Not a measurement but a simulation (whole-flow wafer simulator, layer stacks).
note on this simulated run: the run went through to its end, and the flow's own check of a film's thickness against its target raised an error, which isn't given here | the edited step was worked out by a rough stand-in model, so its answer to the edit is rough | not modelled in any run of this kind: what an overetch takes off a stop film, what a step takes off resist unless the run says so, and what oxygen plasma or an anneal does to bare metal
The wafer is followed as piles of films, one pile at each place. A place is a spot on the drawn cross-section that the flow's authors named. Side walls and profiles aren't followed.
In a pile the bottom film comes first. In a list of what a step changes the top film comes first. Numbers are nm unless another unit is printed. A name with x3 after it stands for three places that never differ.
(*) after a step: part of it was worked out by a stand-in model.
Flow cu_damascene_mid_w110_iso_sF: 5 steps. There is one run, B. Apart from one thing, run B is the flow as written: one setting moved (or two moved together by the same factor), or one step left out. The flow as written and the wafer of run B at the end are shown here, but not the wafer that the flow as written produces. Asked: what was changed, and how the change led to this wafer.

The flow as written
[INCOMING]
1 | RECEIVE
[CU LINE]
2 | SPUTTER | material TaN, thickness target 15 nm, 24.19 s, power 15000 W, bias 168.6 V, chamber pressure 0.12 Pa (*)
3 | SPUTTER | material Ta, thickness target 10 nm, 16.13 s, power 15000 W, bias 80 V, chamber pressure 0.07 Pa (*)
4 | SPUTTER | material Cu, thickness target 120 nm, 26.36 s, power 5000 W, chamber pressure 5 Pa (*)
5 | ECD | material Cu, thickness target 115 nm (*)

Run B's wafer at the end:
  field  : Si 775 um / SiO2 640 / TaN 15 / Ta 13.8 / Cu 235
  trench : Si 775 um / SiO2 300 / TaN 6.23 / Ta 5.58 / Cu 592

Cause: step 3, SPUTTER: thickness target 13.8 nm was run, whereas the flow has thickness target 10 nm; step 3, SPUTTER: 22.18 s was run, where the flow has 16.13 s.
The wafer lets one read it off: field has Ta 13.8, and step 3 as written asks for 10 nm.

How this came from the change, step by step:
  3 | SPUTTER | material Ta, thickness target 10 nm, 16.13 s, power 15000 W, bias 80 V, chamber pressure 0.07 Pa (*)
      field: +13.8 Ta (new film) (as written it would have been: +10 Ta (new film))
      trench: +5.58 Ta (new film) (as written it would have been: +4.05 Ta (new film))
